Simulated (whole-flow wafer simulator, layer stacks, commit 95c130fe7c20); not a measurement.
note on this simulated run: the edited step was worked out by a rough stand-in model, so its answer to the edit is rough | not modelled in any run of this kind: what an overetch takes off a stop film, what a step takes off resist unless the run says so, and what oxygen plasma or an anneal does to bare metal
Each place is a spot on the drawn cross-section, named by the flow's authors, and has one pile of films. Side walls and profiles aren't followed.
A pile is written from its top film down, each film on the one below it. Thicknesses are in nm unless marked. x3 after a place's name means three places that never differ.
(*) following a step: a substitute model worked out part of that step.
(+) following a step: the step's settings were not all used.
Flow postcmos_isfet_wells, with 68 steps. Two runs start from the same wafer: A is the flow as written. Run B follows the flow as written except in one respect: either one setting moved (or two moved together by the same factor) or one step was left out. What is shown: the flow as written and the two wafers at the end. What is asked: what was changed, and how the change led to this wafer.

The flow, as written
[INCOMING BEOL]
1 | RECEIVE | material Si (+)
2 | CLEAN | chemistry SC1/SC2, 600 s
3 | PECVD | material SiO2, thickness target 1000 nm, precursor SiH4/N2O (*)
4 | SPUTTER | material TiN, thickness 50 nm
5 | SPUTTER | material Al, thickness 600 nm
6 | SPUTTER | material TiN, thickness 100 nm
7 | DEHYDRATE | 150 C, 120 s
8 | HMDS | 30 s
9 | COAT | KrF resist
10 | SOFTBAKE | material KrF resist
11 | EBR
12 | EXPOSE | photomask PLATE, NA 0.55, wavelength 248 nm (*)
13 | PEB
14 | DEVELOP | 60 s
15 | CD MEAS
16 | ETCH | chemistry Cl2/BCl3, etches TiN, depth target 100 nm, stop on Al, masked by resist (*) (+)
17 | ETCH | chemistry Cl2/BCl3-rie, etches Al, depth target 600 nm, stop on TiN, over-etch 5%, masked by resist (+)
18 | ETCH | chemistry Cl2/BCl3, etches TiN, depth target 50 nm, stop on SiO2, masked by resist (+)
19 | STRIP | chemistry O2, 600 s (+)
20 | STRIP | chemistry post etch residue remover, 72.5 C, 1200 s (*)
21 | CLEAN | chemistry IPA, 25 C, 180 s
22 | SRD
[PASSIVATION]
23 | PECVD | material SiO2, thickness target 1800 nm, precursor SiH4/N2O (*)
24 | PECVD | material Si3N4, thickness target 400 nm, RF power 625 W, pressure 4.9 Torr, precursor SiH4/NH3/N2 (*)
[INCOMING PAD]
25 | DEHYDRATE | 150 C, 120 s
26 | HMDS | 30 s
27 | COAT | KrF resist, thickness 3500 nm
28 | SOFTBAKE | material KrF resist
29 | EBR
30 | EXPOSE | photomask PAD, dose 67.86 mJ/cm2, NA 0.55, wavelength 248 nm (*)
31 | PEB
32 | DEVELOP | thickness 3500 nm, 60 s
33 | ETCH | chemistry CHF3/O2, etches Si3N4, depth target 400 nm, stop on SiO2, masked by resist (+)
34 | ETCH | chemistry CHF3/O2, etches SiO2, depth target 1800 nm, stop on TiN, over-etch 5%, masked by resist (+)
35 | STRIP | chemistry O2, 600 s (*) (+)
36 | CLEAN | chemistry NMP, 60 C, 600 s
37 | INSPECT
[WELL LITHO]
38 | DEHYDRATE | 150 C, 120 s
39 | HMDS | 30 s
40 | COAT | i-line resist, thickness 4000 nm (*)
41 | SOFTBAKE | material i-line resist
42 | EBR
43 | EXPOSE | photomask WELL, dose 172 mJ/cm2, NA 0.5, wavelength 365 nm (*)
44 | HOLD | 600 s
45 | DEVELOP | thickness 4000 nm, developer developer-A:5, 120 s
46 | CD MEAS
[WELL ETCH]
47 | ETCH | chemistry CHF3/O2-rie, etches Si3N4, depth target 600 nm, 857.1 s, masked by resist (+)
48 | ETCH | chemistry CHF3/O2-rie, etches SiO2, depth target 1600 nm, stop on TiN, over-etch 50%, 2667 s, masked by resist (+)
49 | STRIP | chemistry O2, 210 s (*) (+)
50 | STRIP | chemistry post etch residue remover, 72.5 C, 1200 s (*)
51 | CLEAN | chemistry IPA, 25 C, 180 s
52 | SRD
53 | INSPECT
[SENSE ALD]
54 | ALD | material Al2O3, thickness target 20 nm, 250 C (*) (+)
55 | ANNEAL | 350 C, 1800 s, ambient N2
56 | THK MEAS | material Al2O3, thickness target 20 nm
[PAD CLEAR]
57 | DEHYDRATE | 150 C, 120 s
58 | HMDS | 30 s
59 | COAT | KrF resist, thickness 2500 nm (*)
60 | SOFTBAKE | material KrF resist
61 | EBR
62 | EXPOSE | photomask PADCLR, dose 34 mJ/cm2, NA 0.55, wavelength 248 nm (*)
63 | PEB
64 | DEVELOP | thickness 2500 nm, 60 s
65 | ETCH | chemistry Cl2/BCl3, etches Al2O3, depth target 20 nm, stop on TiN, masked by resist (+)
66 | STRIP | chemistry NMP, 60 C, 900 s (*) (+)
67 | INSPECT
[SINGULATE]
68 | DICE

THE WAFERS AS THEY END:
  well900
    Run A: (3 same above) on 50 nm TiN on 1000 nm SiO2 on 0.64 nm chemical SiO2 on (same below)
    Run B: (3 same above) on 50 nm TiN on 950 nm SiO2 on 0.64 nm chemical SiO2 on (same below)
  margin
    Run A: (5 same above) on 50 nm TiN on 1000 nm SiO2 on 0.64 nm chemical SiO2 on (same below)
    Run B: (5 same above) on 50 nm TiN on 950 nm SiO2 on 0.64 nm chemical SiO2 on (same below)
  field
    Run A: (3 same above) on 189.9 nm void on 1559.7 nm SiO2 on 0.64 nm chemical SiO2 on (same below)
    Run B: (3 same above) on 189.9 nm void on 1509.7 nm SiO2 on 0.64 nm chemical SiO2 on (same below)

Cause: step 3, PECVD: thickness target 950 nm was run, whereas the flow has thickness target 1000 nm.
One can read it off the wafer: well900 has SiO2 950, and step 3 as written asks for 1000 nm.

Step by step, how the change led to this:
  3 | PECVD | material SiO2, thickness target 1000 nm, precursor SiH4/N2O (*)
      field, margin, well900, well1300 x3, pad_rim, pad_clr, pad_open: A +1000 SiO2 (new film) | B +950 SiO2 (new film)
